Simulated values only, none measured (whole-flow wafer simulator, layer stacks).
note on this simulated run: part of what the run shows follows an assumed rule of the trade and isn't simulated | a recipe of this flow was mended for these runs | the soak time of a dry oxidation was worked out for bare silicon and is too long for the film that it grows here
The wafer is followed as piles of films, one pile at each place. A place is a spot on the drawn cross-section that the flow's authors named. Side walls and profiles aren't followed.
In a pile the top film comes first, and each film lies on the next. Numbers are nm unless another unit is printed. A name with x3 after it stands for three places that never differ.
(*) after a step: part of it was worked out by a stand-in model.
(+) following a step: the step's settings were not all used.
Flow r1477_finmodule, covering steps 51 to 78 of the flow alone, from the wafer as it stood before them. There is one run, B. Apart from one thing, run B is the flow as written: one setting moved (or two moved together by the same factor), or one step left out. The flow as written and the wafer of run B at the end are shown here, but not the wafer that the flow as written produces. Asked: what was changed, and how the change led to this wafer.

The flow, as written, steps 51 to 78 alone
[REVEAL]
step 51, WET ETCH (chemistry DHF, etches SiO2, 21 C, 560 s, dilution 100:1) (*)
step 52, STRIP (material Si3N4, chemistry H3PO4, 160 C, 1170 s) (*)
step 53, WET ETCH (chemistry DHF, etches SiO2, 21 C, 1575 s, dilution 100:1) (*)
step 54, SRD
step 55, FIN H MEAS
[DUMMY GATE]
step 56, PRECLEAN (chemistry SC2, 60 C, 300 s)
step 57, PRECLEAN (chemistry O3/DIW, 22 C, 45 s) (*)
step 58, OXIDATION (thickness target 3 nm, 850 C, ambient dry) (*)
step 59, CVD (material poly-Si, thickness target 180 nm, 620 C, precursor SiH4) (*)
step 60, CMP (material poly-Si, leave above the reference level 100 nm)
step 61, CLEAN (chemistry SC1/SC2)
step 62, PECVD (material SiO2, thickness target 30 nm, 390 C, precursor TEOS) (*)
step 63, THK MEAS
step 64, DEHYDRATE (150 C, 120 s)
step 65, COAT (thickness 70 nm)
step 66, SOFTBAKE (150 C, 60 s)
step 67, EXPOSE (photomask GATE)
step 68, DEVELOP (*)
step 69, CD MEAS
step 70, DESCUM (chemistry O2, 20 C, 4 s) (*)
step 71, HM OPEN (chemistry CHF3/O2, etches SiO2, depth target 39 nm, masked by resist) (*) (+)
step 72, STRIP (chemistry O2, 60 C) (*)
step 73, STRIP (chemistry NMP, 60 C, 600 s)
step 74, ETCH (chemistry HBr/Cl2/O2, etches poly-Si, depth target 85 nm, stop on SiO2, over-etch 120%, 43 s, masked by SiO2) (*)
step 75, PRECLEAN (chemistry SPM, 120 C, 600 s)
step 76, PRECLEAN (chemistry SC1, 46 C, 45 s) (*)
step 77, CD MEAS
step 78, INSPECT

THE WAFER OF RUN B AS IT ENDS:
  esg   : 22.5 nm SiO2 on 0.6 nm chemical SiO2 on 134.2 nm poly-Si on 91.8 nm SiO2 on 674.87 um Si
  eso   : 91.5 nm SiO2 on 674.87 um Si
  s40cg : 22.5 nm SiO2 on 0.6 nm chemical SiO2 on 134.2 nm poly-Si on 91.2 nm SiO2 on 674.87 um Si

The reason: step 53, WET ETCH: 1339 s was run, though the flow has 1575 s.

Step by step, how the change led to this:
  step 53, WET ETCH (chemistry DHF, etches SiO2, 21 C, 1575 s, dilution 100:1) (*)
      esg, e40sg, e100sg and 17 more: -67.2 SiO2 (as written it would have been: -79.1 SiO2)
      pad, padg: -72.8 SiO2 (as written it would have been: -85.7 SiO2)
  step 59, CVD (material poly-Si, thickness target 180 nm, 620 C, precursor SiH4) (*)
      esg, e40sg, e100sg and 15 more: +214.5 poly-Si (new film) (as written it would have been: +226.3 poly-Si (new film))
      e200sg, e200so: +207.4 poly-Si (new film) (as written it would have been: +219.2 poly-Si (new film))
  step 60, CMP (material poly-Si, leave above the reference level 100 nm)
      pad, padg: -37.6 poly-Si (as written it would have been: -24.8 poly-Si)
  step 74, ETCH (chemistry HBr/Cl2/O2, etches poly-Si, depth target 85 nm, stop on SiO2, over-etch 120%, 43 s, masked by SiO2) (*)
      eso, e40so, e100so and 7 more: -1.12 chemical SiO2 (all of it), -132 poly-Si (all of it), -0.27 SiO2 (as written it would have been: -1.12 chemical SiO2 (all of it), -143.9 poly-Si (all of it), -0.22 SiO2)
      pad: -1.12 chemical SiO2 (all of it), -140 poly-Si (all of it), -0.24 SiO2 (as written it would have been: -1.12 chemical SiO2 (all of it), -152.8 poly-Si (all of it), -0.17 SiO2)
